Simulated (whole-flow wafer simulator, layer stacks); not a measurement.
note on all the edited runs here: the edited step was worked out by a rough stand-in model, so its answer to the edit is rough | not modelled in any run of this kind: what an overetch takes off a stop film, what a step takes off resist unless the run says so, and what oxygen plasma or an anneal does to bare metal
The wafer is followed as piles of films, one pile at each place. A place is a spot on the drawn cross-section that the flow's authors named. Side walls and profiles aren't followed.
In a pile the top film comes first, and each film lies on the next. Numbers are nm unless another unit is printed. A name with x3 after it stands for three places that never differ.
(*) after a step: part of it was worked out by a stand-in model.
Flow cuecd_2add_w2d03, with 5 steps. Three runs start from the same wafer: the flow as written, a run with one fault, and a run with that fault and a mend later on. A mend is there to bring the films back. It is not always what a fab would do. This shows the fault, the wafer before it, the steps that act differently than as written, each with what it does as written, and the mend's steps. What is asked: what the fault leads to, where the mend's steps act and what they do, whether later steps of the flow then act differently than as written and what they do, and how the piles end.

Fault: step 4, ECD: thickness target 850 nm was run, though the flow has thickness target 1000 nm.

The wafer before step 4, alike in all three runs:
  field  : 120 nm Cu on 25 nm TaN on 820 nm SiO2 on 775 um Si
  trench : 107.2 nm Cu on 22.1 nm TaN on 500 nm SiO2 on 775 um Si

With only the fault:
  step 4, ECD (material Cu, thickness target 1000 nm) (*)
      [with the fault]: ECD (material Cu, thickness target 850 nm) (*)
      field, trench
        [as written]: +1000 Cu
        [with the fault]: +850 Cu
  None of the later steps of the flow acts differently than as written at any place that is followed.
  By the end, the piles at field, trench depart from the flow's by more than 2% or 0.5 nm, whichever is larger.
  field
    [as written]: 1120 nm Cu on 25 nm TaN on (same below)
    [with the fault]: 970 nm Cu on 25 nm TaN on (same below)
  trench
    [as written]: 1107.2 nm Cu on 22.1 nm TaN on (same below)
    [with the fault]: 957.2 nm Cu on 22.1 nm TaN on (same below)

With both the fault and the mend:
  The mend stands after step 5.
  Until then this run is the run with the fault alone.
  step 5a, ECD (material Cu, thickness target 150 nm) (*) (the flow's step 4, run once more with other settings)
      field, trench
        +150 Cu
  None of the later steps of the flow acts differently than as written at any place that is followed.
  By the end, the piles equal the flow's at every place that both follow.
